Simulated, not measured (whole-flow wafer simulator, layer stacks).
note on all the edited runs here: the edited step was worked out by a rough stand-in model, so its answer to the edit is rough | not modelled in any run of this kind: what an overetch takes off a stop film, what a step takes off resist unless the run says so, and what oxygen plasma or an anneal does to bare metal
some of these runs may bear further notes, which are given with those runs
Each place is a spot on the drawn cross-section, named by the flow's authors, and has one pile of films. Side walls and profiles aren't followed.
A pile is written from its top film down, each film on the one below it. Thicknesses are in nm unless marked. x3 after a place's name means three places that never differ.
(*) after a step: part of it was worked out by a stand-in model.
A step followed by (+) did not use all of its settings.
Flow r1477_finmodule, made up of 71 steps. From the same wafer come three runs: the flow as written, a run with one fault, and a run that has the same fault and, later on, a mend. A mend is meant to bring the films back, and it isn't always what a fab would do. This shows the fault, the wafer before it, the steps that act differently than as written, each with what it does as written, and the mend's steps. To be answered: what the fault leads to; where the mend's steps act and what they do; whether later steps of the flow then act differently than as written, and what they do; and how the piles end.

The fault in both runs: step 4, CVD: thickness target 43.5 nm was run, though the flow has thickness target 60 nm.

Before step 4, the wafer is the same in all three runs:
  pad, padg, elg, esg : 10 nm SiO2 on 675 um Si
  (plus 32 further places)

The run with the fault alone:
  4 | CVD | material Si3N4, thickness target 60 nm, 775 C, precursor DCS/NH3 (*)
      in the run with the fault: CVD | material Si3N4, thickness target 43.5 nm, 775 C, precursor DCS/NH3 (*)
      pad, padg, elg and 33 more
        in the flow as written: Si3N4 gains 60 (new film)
        in the run with the fault: Si3N4 gains 43.5 (new film)
  Later steps of the flow acting differently than as written (not shown: 3 more steps that differ only slightly, by at most 2% or 0.5 nm, whichever is larger):
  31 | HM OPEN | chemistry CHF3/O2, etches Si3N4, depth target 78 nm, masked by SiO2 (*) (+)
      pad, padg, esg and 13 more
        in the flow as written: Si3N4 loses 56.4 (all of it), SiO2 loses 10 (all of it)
        in the run with the fault: Si3N4 loses 39.9 (all of it), SiO2 loses 10 (all of it)
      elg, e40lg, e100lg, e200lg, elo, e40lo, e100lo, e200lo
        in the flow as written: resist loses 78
        in the run with the fault: resist loses 59.8
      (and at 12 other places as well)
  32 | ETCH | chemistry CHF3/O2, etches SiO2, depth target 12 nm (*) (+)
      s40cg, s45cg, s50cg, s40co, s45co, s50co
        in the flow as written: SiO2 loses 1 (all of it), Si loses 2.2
        in the run with the fault: SiO2 loses 1.84 (all of it), Si loses 2.03
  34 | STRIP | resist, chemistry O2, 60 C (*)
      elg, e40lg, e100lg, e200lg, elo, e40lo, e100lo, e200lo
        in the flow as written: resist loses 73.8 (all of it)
        in the run with the fault: resist loses 91.9 (all of it)
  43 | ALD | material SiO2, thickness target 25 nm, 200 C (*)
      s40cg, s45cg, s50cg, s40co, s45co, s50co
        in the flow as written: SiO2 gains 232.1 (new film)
        in the run with the fault: SiO2 gains 224.5 (new film)
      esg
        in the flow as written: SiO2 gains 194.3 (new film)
        in the run with the fault: SiO2 gains 177.7 (new film)
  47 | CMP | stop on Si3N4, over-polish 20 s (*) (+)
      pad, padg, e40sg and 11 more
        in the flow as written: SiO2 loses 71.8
        in the run with the fault: SiO2 loses 88.3
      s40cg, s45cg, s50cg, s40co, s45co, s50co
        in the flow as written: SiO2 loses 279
        in the run with the fault: SiO2 loses 288.1
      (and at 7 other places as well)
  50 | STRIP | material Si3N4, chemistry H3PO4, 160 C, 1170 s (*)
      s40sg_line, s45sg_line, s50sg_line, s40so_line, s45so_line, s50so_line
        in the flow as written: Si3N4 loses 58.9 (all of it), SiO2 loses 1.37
        in the run with the fault: Si3N4 loses 42.4 (all of it), SiO2 loses 1.88
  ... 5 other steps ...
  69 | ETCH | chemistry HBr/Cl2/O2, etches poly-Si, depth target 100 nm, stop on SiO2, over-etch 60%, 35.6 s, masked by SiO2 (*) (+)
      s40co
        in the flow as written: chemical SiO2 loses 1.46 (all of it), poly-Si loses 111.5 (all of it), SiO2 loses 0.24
        in the run with the fault: chemical SiO2 loses 1.46 (all of it), poly-Si loses 130 (all of it), SiO2 loses 0.15
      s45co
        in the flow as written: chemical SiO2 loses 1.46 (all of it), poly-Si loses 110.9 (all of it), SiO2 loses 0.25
        in the run with the fault: chemical SiO2 loses 1.46 (all of it), poly-Si loses 130 (all of it), SiO2 loses 0.15
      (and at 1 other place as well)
  The piles end different from the flow's at pad, padg, elg and 27 more by more than 2% or 0.5 nm, whichever is larger.
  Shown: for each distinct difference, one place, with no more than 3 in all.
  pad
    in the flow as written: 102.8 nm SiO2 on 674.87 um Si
    in the run with the fault: 86.3 nm SiO2 on 674.87 um Si
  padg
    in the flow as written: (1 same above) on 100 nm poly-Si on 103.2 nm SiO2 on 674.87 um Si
    in the run with the fault: (1 same above) on 100 nm poly-Si on 86.7 nm SiO2 on 674.87 um Si
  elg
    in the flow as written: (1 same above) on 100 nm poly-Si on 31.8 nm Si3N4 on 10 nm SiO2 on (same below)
    in the run with the fault: (1 same above) on 100 nm poly-Si on 15.3 nm Si3N4 on 10 nm SiO2 on (same below)

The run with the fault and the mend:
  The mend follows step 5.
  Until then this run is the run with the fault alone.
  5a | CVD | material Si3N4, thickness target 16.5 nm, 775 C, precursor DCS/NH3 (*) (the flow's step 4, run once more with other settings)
      pad, padg, elg and 33 more
        Si3N4 gains 16.5
  None of the later steps of the flow acts differently than as written at any place that is followed.
  By the end, the piles equal the flow's at every place that both follow.
